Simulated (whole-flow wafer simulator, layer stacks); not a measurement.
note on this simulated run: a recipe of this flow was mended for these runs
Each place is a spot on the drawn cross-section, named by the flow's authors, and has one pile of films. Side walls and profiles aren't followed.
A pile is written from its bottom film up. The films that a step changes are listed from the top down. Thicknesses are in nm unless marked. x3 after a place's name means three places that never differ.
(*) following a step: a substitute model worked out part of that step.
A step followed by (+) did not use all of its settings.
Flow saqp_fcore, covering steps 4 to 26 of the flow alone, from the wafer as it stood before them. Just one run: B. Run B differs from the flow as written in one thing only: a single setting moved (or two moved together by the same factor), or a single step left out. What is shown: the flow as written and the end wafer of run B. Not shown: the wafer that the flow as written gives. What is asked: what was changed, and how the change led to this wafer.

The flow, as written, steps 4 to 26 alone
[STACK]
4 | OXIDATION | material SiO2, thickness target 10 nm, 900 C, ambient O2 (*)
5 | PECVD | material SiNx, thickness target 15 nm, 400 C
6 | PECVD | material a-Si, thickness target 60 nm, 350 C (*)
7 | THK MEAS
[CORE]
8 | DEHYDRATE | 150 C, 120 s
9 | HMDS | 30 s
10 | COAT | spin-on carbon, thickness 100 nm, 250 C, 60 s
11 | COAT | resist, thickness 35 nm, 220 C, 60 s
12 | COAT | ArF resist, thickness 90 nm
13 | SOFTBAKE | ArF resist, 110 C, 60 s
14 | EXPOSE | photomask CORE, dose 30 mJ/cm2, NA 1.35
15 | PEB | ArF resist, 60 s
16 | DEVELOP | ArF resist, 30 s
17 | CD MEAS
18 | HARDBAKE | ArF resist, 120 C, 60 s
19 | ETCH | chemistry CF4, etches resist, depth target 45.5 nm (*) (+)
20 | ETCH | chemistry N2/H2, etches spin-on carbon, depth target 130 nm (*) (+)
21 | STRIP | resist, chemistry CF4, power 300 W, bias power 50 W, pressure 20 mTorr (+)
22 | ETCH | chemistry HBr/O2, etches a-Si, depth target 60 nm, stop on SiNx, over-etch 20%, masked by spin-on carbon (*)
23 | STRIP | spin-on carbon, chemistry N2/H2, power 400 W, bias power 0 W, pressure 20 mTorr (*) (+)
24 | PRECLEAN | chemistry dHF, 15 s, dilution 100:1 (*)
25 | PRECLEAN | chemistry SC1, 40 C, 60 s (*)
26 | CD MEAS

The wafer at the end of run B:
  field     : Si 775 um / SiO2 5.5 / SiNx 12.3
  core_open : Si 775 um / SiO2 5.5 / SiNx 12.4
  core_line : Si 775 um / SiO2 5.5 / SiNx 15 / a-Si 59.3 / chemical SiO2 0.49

Cause: step 4, OXIDATION: thickness target 5.5 nm was run, whereas the flow has thickness target 10 nm.
The wafer lets one read it off: field has SiO2 5.5, and step 4 as written asks for 10 nm.

How this came from the change, step by step:
  4 | OXIDATION | material SiO2, thickness target 10 nm, 900 C, ambient O2 (*)
      field, core_open, core_line: SiO2 gains 5.5 (new film), chemical SiO2 loses 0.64 (all of it), Si loses 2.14 (as written it would have been: SiO2 gains 10 (new film), chemical SiO2 loses 0.64 (all of it), Si loses 4.12)
